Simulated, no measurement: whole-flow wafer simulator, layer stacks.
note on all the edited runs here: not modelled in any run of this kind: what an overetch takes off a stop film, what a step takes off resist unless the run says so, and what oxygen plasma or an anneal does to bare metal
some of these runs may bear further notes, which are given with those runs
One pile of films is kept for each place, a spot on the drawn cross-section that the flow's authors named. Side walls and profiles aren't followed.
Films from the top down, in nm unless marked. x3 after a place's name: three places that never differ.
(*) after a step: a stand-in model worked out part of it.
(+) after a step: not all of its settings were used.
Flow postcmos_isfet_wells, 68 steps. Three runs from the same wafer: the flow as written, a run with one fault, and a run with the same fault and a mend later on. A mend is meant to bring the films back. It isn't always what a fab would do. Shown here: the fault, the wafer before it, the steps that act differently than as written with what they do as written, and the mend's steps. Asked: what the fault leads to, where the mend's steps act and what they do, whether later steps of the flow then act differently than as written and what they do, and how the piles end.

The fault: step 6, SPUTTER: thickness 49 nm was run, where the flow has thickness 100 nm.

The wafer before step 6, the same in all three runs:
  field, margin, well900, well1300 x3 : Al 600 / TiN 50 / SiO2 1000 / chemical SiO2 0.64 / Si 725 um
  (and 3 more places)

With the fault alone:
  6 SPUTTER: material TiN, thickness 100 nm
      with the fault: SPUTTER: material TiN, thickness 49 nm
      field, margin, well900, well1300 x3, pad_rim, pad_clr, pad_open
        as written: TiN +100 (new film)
        with the fault: TiN +49 (new film)
  Later steps of the flow that act differently than as written (1 more step differs only slightly, by at most 2% or 0.5 nm, whichever is larger, and isn't shown):
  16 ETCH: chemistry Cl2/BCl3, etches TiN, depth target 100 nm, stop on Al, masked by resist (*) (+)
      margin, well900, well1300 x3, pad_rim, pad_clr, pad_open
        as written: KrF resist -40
        with the fault: KrF resist -29.4
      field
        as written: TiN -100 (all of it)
        with the fault: TiN -49 (all of it)
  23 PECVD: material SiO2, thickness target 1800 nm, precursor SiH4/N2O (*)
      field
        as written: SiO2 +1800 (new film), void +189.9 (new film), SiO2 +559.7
        with the fault: SiO2 +1800 (new film), void +152.1 (new film), SiO2 +546.5
  At the end the piles differ from the flow's by more than 2% or 0.5 nm, whichever is larger, at field, margin, well900, well1300 x3, pad_rim, pad_clr, pad_open.
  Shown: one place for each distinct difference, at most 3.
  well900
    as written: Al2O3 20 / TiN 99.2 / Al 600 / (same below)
    with the fault: Al2O3 20 / TiN 48.2 / Al 600 / (same below)
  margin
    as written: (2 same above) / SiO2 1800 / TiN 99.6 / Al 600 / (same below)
    with the fault: (2 same above) / SiO2 1800 / TiN 48.6 / Al 600 / (same below)
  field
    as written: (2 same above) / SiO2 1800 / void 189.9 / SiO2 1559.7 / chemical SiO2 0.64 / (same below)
    with the fault: (2 same above) / SiO2 1800 / void 152.1 / SiO2 1546.5 / chemical SiO2 0.64 / (same below)

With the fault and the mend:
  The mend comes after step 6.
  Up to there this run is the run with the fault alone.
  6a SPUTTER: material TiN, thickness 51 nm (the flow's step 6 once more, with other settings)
      field, margin, well900, well1300 x3, pad_rim, pad_clr, pad_open
        TiN +51
  No later step of the flow acts differently than as written at any place that is followed.
  At the end the piles are the same as the flow's at every place that both follow.
